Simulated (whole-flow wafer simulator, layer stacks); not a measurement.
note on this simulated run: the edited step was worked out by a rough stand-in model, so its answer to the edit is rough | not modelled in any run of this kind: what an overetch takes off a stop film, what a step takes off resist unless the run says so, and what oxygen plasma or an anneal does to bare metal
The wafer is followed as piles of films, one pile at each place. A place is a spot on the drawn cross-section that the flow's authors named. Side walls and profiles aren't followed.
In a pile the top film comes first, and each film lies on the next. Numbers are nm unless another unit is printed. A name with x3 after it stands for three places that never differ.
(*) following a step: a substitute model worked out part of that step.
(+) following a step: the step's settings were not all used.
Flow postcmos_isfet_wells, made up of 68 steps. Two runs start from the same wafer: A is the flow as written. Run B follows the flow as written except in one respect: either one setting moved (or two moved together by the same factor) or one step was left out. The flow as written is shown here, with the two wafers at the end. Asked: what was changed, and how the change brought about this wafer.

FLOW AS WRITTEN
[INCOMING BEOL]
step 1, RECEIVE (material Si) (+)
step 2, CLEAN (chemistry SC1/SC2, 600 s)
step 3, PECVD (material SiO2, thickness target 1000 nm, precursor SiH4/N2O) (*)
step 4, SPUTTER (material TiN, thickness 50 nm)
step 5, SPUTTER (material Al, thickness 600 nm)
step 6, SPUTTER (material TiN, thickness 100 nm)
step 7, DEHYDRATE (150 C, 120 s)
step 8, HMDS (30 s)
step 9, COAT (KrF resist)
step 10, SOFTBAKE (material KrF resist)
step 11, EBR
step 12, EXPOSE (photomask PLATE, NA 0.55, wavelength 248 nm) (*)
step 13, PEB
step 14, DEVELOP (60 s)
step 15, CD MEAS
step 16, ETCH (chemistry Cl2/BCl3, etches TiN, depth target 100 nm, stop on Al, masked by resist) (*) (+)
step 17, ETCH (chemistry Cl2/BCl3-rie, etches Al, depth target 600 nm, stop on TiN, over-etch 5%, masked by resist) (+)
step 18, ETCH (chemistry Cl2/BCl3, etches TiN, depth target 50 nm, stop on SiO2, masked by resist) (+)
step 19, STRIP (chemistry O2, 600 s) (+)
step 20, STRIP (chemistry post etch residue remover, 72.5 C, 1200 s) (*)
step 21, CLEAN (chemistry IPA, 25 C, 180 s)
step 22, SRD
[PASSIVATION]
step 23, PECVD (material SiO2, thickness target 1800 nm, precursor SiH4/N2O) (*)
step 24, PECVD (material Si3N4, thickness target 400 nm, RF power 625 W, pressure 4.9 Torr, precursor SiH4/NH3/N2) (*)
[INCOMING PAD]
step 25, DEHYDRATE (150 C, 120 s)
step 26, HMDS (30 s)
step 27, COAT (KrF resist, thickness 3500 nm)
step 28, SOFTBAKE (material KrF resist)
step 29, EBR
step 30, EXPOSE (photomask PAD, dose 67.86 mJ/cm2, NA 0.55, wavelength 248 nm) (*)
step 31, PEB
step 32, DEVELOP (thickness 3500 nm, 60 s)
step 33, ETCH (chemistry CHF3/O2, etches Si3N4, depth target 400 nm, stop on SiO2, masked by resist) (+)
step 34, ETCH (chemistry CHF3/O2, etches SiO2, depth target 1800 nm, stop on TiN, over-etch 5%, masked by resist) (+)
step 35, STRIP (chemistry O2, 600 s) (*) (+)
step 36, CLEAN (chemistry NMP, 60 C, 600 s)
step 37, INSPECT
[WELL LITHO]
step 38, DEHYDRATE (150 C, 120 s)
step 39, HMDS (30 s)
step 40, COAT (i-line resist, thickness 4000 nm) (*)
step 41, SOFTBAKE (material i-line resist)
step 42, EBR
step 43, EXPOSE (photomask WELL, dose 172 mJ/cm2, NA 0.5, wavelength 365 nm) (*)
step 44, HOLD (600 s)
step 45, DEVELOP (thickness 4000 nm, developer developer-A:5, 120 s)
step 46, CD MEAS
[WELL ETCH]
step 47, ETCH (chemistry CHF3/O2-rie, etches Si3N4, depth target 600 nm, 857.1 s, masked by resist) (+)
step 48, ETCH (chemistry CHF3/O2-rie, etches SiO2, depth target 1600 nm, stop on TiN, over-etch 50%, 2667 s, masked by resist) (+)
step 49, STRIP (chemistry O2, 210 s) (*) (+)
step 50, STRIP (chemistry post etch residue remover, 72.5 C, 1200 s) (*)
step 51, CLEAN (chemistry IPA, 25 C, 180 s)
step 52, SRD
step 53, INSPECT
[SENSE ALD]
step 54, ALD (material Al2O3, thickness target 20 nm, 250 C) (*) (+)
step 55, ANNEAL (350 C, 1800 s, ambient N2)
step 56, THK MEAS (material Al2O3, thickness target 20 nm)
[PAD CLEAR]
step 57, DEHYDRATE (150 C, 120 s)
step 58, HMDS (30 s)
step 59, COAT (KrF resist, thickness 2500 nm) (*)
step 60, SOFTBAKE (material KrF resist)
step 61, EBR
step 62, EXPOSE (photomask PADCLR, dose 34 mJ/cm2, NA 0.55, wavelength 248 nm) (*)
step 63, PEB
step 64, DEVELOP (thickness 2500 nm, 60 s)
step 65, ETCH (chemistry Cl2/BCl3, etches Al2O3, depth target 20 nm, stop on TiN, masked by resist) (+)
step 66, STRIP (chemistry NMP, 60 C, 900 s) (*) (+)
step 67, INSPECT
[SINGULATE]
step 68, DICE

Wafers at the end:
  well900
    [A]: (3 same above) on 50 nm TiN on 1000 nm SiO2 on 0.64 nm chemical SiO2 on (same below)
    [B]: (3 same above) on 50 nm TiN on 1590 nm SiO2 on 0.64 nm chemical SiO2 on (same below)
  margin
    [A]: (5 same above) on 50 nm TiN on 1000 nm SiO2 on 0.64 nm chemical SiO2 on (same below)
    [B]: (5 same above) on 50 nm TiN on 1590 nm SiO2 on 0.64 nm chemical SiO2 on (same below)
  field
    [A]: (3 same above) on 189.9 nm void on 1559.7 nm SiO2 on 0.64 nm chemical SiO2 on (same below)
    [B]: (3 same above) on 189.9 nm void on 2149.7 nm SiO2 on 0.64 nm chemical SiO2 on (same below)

What caused this: step 3, PECVD: thickness target 1590 nm was run, while the flow as written has thickness target 1000 nm.
The wafer itself shows it: well900 has SiO2 1590, and step 3 as written asks for 1000 nm.

The path from the change to this, step by step:
  step 3, PECVD (material SiO2, thickness target 1000 nm, precursor SiH4/N2O) (*)
      field, margin, well900, well1300 x3, pad_rim, pad_clr, pad_open: A +1000 SiO2 (new film) | B +1590 SiO2 (new film)
